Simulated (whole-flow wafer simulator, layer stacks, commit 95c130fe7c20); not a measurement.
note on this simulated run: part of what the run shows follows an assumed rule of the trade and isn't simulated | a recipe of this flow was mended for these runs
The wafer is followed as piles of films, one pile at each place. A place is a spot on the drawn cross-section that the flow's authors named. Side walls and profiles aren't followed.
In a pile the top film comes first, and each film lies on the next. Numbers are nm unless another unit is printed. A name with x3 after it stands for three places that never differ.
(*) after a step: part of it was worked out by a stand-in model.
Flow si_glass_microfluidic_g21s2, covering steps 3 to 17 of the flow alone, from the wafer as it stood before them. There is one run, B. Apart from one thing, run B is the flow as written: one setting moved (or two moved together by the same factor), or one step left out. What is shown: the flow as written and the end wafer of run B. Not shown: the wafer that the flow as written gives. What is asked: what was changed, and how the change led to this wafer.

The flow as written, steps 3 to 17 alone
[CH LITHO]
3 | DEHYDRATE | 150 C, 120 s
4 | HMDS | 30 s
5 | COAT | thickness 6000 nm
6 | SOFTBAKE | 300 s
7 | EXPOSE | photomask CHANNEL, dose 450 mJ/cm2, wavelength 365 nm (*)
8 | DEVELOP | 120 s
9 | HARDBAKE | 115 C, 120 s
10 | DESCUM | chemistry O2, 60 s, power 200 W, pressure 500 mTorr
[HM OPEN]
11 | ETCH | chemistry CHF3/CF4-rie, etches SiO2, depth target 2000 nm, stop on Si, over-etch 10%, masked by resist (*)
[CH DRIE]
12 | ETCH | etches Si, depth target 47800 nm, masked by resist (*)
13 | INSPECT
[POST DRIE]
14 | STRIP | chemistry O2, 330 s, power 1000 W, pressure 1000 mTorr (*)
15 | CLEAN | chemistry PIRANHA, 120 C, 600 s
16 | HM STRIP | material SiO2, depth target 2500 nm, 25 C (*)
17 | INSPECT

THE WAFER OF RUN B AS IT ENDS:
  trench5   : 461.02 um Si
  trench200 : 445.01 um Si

The reason: step 10, DESCUM: chemistry O2, 60 s, power 200 W, pressure 500 mTorr, was skipped.

Step by step, how the change led to this:
  12 | ETCH | etches Si, depth target 47800 nm, masked by resist (*)
      trench5: -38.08 um Si (in the flow as written it would be: -38.09 um Si)
      trench200: -54.09 um Si (in the flow as written it would be: -54.08 um Si)
